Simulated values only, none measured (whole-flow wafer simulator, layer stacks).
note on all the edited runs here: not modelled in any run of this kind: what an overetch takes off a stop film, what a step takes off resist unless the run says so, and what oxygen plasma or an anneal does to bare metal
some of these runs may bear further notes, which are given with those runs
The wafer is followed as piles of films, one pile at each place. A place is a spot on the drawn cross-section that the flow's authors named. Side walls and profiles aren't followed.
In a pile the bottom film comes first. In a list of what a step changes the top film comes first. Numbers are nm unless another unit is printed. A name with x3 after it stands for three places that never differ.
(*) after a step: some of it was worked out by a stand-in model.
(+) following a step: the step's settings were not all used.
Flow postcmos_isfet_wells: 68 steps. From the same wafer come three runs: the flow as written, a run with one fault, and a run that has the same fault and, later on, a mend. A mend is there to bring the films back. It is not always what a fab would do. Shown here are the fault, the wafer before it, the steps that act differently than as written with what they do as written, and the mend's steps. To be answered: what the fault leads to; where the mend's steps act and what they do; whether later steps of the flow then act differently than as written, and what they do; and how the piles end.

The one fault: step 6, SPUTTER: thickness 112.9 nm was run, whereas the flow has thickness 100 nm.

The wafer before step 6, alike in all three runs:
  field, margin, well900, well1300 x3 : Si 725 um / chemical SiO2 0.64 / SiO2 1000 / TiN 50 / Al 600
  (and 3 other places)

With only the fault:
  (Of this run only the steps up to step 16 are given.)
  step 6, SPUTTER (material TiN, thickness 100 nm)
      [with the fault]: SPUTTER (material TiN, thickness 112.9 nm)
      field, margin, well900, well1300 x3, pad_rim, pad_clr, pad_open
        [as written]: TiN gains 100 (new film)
        [with the fault]: TiN gains 112.9 (new film)
  Steps later in the flow that act otherwise than as written:
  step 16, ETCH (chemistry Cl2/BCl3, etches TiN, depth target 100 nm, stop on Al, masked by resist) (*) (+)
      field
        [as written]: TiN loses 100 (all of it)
        [with the fault]: TiN loses 100
  After step 16, at field, margin, well900, well1300 x3, pad_rim, pad_clr, pad_open, the piles differ from the flow's by more than 2% or 0.5 nm, whichever is larger.
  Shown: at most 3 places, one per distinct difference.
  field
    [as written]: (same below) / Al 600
    [with the fault]: (same below) / Al 600 / TiN 12.9
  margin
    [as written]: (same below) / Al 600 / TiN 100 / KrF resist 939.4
    [with the fault]: (same below) / Al 600 / TiN 112.9 / KrF resist 939.4

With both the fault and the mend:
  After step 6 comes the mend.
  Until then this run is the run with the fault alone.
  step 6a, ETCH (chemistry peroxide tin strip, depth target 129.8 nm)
      field, margin, well900, well1300 x3, pad_rim, pad_clr, pad_open
        TiN loses 112.9 (all of it)
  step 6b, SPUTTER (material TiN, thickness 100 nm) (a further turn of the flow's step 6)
      field, margin, well900, well1300 x3, pad_rim, pad_clr, pad_open
        TiN gains 100 (new film)
  Later steps of the flow that are run all act as written at every place that is followed.
  At every place that both follow, the piles at the end match the flow's.
